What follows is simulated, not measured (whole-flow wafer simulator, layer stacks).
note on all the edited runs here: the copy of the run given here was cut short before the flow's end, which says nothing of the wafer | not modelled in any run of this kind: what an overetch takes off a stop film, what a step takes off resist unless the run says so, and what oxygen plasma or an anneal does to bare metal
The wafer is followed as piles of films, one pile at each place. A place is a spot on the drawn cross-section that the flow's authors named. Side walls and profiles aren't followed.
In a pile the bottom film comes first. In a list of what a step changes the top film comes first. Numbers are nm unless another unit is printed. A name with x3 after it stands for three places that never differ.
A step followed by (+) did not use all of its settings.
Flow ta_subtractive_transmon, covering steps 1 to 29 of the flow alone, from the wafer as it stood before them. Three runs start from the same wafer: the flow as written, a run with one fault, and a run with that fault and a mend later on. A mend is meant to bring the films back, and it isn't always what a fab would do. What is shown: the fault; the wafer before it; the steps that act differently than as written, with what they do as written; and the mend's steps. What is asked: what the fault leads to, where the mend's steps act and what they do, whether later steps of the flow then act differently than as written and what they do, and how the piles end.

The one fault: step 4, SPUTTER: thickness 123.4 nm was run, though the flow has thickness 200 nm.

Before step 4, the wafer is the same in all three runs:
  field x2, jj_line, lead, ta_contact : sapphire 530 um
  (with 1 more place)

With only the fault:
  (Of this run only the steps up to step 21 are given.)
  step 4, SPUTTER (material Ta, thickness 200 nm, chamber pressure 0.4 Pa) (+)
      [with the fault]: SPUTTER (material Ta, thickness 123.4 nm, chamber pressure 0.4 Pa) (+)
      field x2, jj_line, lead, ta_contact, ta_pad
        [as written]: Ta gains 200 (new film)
        [with the fault]: Ta gains 123.4 (new film)
  Steps further on in the flow that do not act as written:
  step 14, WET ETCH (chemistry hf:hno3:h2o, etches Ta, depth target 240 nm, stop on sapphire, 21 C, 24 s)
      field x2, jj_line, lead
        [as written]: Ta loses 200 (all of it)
        [with the fault]: Ta loses 123.4 (all of it)
  The piles after step 21 differ from the flow's at ta_contact, ta_pad by more than 2% or 0.5 nm, whichever is larger.
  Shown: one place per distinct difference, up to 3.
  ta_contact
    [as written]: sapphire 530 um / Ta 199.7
    [with the fault]: sapphire 530 um / Ta 123.1

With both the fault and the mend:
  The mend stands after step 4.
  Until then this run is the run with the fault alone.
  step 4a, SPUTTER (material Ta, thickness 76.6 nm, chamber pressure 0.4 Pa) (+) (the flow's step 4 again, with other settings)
      field x2, jj_line, lead, ta_contact, ta_pad
        Ta gains 76.6
  Every later step of the flow that is run acts as written at every place that is followed.
  The piles end the same as the flow's at every place that both follow.
